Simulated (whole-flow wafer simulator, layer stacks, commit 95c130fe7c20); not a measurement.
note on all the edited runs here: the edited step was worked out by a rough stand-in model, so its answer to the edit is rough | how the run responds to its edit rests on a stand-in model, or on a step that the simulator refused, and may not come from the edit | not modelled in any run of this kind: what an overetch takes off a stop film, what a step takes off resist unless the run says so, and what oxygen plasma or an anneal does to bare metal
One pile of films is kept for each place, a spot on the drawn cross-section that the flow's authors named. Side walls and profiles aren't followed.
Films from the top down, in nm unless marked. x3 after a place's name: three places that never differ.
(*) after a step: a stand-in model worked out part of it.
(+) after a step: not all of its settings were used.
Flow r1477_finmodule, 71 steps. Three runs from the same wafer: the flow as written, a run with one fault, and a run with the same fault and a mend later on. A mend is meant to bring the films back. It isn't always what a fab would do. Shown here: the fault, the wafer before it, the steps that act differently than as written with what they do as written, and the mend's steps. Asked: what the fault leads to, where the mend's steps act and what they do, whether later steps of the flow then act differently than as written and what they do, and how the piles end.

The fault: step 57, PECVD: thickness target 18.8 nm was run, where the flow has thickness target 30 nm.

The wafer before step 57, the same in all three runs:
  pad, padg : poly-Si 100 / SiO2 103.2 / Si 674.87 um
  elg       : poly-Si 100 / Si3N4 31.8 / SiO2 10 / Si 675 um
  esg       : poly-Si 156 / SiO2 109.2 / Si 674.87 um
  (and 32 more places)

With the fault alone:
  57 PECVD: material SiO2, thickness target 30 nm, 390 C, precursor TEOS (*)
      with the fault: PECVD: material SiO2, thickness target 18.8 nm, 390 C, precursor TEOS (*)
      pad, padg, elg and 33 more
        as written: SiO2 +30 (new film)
        with the fault: SiO2 +18.8 (new film)
  Later steps of the flow that act differently than as written (3 more steps differ only slightly, by at most 2% or 0.5 nm, whichever is larger, and aren't shown):
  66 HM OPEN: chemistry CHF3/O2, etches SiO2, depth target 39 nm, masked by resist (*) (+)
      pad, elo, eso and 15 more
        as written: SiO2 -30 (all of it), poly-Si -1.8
        with the fault: SiO2 -18.8 (all of it), poly-Si -1.88
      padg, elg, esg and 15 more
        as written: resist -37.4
        with the fault: resist -27
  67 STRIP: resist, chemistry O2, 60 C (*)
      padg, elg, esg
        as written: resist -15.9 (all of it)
        with the fault: resist -26.2 (all of it)
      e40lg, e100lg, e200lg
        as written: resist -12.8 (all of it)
        with the fault: resist -23.1 (all of it)
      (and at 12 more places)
  At the end the piles differ from the flow's by more than 2% or 0.5 nm, whichever is larger, at padg, elg, esg and 15 more.
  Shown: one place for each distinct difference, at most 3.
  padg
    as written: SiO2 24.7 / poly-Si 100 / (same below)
    with the fault: SiO2 13.5 / poly-Si 100 / (same below)
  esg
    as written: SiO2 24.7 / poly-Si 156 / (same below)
    with the fault: SiO2 13.5 / poly-Si 156 / (same below)
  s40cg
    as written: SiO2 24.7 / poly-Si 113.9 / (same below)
    with the fault: SiO2 13.5 / poly-Si 113.9 / (same below)

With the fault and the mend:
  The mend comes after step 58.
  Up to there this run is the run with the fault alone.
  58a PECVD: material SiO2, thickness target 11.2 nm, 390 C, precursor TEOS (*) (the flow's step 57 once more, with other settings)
      pad, padg, elg and 33 more
        SiO2 +11.2
  No later step of the flow acts differently than as written at any place that is followed.
  At the end the piles are the same as the flow's at every place that both follow.
